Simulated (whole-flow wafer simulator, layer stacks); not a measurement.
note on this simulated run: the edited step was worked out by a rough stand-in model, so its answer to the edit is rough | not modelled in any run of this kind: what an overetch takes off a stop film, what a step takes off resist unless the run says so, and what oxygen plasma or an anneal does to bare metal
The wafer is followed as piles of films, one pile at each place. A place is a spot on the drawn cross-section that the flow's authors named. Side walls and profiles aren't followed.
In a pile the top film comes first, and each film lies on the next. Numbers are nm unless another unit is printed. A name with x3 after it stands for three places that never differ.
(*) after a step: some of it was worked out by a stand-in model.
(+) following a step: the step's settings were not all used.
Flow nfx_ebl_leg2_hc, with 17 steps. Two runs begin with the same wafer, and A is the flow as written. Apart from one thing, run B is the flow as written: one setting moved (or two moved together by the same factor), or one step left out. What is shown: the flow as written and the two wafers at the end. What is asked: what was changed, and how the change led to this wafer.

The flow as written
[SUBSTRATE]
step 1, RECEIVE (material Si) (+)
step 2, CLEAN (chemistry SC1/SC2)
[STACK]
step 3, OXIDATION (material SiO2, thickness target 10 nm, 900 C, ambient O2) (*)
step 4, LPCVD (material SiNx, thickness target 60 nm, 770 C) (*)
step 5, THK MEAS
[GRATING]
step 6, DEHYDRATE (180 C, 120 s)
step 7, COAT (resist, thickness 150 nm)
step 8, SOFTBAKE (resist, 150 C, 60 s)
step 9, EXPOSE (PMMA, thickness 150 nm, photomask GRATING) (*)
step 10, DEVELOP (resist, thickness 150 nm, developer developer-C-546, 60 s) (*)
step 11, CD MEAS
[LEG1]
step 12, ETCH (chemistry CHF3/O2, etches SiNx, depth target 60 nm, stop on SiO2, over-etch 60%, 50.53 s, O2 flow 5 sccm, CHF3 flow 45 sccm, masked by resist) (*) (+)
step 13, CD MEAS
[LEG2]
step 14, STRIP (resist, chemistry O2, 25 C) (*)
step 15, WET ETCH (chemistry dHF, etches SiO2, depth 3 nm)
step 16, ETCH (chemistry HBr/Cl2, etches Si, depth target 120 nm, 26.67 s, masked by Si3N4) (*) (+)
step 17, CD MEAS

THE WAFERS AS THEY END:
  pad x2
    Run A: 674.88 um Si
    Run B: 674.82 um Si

What caused this: step 16, ETCH: depth target 180 nm was run, though the flow has depth target 120 nm.

How this came from the change, step by step:
  step 16, ETCH (chemistry HBr/Cl2, etches Si, depth target 120 nm, 26.67 s, masked by Si3N4) (*) (+)
      pad x2: A -120 Si | B -180 Si
